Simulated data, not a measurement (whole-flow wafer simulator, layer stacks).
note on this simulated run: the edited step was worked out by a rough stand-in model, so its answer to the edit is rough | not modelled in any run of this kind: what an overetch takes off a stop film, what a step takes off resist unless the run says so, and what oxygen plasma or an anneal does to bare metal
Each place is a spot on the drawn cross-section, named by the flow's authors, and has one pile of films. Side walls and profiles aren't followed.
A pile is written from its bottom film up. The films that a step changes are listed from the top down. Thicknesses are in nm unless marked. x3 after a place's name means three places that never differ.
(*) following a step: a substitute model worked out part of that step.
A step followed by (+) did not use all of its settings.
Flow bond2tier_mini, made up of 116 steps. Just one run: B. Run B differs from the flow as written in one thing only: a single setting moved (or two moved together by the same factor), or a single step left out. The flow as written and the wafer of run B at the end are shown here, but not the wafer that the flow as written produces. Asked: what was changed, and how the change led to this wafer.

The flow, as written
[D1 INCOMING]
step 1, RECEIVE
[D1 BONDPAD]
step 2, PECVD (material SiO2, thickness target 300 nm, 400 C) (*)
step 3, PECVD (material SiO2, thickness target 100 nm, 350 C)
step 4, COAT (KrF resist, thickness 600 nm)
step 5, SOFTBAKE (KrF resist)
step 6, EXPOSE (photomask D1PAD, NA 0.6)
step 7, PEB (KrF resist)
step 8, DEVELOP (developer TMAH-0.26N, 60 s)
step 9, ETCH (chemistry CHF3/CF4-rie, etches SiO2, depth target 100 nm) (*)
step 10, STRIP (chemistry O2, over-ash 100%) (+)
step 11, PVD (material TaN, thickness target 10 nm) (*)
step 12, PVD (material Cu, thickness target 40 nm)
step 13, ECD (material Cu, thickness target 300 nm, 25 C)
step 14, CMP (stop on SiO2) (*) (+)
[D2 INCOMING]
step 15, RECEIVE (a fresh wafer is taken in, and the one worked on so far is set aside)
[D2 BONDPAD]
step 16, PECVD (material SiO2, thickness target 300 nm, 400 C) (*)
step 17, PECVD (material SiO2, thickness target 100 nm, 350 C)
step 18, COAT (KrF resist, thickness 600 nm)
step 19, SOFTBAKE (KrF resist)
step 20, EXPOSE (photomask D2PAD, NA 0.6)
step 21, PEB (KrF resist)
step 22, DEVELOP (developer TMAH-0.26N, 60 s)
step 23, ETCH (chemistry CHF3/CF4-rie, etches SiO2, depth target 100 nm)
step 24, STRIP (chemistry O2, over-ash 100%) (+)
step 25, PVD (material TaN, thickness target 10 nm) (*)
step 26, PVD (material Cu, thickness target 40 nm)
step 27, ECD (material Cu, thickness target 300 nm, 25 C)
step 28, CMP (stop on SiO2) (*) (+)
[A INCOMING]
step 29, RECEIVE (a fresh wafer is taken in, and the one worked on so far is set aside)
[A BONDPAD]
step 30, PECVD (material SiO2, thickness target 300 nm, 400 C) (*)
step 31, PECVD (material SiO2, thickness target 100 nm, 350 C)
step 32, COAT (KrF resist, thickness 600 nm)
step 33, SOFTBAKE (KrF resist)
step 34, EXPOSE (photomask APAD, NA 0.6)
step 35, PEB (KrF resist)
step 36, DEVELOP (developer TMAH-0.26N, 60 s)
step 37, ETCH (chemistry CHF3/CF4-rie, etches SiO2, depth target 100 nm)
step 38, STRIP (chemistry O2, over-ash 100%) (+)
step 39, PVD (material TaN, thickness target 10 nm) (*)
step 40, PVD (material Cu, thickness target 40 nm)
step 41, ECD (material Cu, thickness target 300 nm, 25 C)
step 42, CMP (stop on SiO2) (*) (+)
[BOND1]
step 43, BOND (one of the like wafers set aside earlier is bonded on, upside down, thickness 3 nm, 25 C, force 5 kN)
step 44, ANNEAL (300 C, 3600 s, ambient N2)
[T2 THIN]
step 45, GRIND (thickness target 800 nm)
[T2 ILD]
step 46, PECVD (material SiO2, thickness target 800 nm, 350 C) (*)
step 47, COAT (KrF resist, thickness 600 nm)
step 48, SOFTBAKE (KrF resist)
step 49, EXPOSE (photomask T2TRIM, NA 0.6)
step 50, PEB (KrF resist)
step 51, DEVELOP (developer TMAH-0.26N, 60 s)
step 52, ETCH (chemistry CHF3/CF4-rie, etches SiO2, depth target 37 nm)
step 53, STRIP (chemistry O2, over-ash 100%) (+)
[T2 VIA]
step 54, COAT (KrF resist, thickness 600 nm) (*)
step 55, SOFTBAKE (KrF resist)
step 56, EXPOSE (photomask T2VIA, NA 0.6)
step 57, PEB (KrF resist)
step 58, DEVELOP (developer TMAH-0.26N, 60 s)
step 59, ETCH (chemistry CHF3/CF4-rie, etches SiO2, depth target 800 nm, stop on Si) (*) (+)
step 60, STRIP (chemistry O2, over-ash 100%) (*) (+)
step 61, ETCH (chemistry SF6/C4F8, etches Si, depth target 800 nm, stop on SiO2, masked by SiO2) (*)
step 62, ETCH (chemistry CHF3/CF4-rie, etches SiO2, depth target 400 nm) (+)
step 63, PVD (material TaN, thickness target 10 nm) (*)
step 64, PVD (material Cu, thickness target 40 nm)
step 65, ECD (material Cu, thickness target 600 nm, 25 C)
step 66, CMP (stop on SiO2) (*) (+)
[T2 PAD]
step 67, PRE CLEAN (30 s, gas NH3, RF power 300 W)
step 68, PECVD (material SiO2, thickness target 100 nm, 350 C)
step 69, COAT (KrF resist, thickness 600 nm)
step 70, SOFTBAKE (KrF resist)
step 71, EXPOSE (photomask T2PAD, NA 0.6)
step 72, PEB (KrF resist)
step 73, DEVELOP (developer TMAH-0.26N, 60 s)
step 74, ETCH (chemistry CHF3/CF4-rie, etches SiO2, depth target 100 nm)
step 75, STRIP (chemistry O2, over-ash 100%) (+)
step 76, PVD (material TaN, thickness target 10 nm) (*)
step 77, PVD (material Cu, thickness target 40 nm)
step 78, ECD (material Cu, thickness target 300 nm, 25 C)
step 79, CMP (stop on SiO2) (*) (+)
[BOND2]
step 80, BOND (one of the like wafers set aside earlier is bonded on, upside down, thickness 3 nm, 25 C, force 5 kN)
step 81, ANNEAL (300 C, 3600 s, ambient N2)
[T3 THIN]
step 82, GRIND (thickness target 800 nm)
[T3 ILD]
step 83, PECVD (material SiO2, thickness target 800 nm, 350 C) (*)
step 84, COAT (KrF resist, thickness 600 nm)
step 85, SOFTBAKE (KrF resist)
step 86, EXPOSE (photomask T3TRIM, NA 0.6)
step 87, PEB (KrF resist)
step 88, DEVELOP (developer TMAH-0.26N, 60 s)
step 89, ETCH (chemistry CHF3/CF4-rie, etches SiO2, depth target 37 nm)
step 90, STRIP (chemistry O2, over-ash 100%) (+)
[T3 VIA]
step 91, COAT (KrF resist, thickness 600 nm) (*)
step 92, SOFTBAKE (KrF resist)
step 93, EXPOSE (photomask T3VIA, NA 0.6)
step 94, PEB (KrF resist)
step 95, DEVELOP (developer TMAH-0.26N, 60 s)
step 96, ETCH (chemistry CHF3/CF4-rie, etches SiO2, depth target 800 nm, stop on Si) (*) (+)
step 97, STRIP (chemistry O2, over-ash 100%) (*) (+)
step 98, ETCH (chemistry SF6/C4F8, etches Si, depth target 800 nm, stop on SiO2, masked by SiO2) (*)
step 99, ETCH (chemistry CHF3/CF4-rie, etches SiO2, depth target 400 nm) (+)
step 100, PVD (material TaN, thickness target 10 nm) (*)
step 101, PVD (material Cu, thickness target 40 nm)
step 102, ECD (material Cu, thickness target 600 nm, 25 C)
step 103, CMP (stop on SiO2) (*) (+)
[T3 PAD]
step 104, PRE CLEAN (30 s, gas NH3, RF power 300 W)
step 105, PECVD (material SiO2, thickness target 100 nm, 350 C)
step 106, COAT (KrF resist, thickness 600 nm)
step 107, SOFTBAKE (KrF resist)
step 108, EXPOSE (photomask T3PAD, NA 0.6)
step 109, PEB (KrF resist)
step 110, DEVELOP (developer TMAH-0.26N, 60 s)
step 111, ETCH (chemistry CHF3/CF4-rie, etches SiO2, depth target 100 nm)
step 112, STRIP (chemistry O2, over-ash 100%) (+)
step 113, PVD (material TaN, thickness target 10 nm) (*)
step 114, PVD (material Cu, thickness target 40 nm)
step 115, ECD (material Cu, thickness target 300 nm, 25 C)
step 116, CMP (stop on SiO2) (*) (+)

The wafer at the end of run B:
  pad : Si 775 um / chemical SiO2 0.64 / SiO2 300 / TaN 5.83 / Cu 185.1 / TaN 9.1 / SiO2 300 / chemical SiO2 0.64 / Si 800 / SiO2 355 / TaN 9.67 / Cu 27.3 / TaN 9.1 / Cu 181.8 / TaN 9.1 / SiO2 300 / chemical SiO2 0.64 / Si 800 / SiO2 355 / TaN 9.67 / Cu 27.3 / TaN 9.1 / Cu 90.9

Cause: step 39, PVD: thickness target 6.4 nm was run, while the flow as written has thickness target 10 nm.

How this came from the change, step by step:
  step 39, PVD (material TaN, thickness target 10 nm) (*)
      field: +6.4 TaN (new film) (in the flow as written it would be: +10 TaN (new film))
      pad: +5.83 TaN (new film) (in the flow as written it would be: +9.1 TaN (new film))
      (as well as at 1 more place)
  step 42, CMP (stop on SiO2) (*) (+)
      field: -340 Cu (all of it), -6.4 TaN (all of it) (in the flow as written it would be: -340 Cu (all of it), -10 TaN (all of it))
